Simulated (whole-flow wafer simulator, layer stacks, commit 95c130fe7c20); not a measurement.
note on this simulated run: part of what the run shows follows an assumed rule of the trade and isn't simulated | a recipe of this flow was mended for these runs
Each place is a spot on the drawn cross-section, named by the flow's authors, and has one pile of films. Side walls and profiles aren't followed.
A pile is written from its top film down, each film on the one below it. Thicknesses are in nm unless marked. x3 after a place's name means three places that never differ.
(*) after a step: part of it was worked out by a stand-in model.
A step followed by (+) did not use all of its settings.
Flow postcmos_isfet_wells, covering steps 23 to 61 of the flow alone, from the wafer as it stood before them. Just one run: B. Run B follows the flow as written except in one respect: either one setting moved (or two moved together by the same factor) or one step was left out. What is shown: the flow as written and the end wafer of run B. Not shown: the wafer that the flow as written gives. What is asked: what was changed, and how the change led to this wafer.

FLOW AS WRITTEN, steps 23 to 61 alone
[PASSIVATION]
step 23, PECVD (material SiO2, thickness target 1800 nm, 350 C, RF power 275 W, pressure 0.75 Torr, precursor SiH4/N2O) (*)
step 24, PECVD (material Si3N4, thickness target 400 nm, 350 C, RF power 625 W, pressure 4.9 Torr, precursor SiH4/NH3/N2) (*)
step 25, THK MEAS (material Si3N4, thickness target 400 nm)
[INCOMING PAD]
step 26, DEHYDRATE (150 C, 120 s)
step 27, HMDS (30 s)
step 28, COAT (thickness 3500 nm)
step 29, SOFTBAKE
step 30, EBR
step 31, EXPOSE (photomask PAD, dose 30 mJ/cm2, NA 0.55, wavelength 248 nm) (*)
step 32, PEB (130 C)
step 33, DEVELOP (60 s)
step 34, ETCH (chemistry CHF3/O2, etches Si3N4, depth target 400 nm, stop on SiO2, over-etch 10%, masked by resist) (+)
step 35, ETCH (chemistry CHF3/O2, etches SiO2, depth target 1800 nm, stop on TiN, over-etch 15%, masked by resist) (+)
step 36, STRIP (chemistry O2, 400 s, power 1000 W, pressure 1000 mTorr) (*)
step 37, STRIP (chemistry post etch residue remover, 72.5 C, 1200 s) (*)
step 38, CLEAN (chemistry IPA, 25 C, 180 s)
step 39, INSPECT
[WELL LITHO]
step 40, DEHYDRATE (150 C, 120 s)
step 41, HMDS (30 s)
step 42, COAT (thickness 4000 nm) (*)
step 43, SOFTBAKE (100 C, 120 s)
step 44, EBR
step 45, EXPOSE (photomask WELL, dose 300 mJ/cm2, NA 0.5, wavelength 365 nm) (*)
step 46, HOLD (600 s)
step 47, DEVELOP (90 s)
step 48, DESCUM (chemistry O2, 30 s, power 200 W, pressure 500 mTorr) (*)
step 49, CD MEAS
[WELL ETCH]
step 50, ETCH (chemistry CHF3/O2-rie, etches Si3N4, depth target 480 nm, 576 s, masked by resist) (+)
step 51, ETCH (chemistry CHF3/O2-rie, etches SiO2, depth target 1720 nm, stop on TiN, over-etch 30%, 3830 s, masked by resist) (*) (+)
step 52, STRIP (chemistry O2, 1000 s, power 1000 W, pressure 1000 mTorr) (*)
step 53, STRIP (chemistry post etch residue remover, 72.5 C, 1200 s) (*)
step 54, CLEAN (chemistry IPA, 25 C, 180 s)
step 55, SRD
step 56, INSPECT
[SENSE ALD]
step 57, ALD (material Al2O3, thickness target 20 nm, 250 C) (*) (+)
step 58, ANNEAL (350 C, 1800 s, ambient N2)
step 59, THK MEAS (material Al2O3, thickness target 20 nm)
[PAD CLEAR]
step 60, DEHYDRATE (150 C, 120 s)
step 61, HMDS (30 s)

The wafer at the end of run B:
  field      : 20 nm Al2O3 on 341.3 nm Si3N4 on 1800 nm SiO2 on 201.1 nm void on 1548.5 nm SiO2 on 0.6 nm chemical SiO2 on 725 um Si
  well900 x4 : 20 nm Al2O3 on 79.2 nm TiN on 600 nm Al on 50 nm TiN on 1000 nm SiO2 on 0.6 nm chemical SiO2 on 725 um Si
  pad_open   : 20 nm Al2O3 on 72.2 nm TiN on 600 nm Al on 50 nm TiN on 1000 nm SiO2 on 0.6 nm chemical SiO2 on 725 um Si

What caused this: step 24, PECVD: thickness target 342 nm was run, while the flow as written has thickness target 400 nm.

The path from the change to this, step by step:
  step 24, PECVD (material Si3N4, thickness target 400 nm, 350 C, RF power 625 W, pressure 4.9 Torr, precursor SiH4/NH3/N2) (*)
      field, margin x2, well900 x4, pad_clr, pad_open: +342 Si3N4 (new film) (it would be, as written: +400 Si3N4 (new film))
  step 34, ETCH (chemistry CHF3/O2, etches Si3N4, depth target 400 nm, stop on SiO2, over-etch 10%, masked by resist) (+)
      field, margin x2, well900 x4, pad_clr: -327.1 thick-KrF-resist (it would be, as written: -382.6 thick-KrF-resist)
      pad_open: -342 Si3N4 (all of it), -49 SiO2 (it would be, as written: -400 Si3N4 (all of it), -20 SiO2)
  step 35, ETCH (chemistry CHF3/O2, etches SiO2, depth target 1800 nm, stop on TiN, over-etch 15%, masked by resist) (+)
      pad_open: -1751 SiO2 (all of it), -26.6 TiN (it would be, as written: -1780 SiO2 (all of it), -24.2 TiN)
  step 36, STRIP (chemistry O2, 400 s, power 1000 W, pressure 1000 mTorr) (*)
      field, margin x2, well900 x4, pad_clr: -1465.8 thick-KrF-resist (all of it) (it would be, as written: -1382.5 thick-KrF-resist (all of it))
  step 43, SOFTBAKE (100 C, 120 s)
      pad_clr: -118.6 thick-g/i-line-resist (it would be, as written: -123 thick-g/i-line-resist)
  step 50, ETCH (chemistry CHF3/O2-rie, etches Si3N4, depth target 480 nm, 576 s, masked by resist) (+)
      well900 x4: -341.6 Si3N4 (all of it), -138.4 SiO2 (it would be, as written: -399.6 Si3N4 (all of it), -80.4 SiO2)
  step 51, ETCH (chemistry CHF3/O2-rie, etches SiO2, depth target 1720 nm, stop on TiN, over-etch 30%, 3830 s, masked by resist) (*) (+)
      well900 x4: -1661.6 SiO2 (all of it), -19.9 TiN (it would be, as written: -1719.6 SiO2 (all of it), -20.6 TiN)
